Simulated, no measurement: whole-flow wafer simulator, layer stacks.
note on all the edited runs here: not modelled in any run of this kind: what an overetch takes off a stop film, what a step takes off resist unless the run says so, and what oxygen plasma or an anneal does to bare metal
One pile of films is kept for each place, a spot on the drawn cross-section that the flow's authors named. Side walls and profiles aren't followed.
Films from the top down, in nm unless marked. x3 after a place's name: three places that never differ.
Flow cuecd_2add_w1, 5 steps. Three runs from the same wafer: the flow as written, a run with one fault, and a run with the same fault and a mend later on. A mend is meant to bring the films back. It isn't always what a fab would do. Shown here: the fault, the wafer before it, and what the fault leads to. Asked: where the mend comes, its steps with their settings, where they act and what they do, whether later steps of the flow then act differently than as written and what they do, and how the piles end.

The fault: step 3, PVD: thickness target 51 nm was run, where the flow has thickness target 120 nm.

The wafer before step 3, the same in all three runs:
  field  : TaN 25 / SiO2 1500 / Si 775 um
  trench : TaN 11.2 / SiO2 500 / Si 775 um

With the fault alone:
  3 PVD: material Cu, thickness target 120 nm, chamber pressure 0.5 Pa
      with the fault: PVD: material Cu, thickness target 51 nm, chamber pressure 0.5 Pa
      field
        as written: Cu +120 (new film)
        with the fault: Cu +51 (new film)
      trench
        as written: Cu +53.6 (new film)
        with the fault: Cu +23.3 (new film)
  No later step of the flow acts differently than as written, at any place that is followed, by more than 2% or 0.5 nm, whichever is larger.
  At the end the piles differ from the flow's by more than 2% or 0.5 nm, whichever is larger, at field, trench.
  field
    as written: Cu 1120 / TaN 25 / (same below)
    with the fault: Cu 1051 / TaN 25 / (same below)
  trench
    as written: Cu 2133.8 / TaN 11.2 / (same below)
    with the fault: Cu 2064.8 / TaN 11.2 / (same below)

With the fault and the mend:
  The mend comes after step 3.
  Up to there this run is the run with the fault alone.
  3a PVD: material Cu, thickness target 69 nm, chamber pressure 0.5 Pa (the flow's step 3 once more, with other settings)
      field
        Cu +69
      trench
        Cu +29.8
  No later step of the flow acts differently than as written, at any place that is followed, by more than 2% or 0.5 nm, whichever is larger.
  At the end the piles are the same as the flow's at every place that both follow.
